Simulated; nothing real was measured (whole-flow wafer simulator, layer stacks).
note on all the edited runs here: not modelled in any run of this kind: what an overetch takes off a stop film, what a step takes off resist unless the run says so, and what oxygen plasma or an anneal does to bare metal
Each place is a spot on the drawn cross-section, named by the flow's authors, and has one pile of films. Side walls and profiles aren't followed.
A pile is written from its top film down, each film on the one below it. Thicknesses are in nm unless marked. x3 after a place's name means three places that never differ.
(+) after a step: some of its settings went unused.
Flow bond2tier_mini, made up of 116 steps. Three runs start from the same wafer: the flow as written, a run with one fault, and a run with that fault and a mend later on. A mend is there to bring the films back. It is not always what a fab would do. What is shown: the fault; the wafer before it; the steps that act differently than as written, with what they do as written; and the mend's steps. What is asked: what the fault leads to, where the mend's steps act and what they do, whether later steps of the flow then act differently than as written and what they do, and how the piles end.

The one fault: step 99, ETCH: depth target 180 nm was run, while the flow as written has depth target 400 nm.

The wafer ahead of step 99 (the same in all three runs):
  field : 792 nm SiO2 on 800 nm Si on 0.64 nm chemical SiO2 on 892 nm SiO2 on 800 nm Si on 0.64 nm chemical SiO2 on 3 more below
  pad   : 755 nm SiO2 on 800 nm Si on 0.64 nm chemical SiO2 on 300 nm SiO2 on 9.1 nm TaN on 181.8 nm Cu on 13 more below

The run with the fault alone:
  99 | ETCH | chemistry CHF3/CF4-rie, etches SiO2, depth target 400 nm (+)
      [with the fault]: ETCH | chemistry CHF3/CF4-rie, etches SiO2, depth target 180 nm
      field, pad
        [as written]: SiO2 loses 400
        [with the fault]: SiO2 loses 180
  Every later step of the flow that is run acts as written at every place that is followed.
  At field, pad, the piles at the end differ from the flow's by more than 2% or 0.5 nm, whichever is larger.
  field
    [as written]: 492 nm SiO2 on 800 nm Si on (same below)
    [with the fault]: 712 nm SiO2 on 800 nm Si on (same below)
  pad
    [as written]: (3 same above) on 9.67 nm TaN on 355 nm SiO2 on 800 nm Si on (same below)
    [with the fault]: (3 same above) on 9.67 nm TaN on 575 nm SiO2 on 800 nm Si on (same below)

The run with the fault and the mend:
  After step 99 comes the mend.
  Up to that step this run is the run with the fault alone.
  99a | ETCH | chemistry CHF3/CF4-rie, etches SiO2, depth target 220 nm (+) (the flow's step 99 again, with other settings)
      field, pad
        SiO2 loses 220
  Every later step of the flow that is run acts as written at every place that is followed.
  At every place that both follow, the piles at the end match the flow's.
